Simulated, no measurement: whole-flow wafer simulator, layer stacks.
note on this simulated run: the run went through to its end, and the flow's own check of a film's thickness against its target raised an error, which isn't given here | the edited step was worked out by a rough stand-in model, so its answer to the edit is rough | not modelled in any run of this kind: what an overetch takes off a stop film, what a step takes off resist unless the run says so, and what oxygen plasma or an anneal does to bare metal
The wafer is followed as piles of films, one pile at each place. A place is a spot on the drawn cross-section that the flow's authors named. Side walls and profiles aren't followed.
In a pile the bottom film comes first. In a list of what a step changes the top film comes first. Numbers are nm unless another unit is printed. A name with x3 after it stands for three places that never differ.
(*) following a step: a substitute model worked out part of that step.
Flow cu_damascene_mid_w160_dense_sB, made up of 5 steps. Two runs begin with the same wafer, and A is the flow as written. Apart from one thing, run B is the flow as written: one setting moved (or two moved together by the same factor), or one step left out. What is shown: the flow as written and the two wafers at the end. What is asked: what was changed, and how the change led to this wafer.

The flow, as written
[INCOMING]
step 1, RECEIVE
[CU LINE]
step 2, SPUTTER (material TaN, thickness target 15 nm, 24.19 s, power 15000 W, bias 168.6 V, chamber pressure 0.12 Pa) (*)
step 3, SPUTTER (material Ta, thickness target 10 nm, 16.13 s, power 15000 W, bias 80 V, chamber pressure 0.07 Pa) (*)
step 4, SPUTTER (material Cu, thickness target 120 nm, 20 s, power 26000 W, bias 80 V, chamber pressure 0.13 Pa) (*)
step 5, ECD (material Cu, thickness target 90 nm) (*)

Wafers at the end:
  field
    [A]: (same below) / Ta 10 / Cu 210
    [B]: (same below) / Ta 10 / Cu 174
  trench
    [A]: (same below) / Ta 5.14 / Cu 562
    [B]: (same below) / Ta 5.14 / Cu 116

Cause: step 5, ECD: thickness target 54 nm was run, though the flow has thickness target 90 nm.

Step by step, how the change led to this:
  step 5, ECD (material Cu, thickness target 90 nm) (*)
      field: A +90 Cu | B +54 Cu
      trench: A +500 Cu | B +54 Cu
